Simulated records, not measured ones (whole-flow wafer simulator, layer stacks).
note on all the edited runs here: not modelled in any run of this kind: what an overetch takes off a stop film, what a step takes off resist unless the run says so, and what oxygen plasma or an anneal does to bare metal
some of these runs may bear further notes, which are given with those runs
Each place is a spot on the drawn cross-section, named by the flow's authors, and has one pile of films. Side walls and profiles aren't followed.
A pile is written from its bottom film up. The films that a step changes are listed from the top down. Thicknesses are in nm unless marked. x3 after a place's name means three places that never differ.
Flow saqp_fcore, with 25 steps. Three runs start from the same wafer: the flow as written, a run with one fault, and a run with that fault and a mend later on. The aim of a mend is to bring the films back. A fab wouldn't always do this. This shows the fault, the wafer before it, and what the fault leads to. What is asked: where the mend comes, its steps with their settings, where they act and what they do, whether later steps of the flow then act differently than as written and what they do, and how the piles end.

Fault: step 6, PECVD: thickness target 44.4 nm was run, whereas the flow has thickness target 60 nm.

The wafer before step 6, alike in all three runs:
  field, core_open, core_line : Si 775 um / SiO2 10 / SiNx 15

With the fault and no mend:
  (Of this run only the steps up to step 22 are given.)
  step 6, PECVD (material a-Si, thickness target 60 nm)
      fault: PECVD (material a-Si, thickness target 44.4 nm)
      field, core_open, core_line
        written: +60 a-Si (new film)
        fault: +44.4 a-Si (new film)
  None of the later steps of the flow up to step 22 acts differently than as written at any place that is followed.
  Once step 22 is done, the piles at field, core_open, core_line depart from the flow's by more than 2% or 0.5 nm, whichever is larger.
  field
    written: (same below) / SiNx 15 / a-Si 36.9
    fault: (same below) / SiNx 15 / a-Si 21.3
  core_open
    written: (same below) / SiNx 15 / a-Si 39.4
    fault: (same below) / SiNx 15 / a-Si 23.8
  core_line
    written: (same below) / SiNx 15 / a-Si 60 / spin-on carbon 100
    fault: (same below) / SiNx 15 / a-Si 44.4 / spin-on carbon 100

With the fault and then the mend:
  After step 7 comes the mend.
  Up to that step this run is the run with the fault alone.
  step 7a, ETCH (chemistry tmah, depth target 51.06 nm)
      field, core_open, core_line
        -44.4 a-Si (all of it)
  step 7b, PECVD (material a-Si, thickness target 60 nm) (a further turn of the flow's step 6)
      field, core_open, core_line
        +60 a-Si (new film)
  None of the later steps of the flow acts differently than as written at any place that is followed.
  By the end, the piles equal the flow's at every place that both follow.
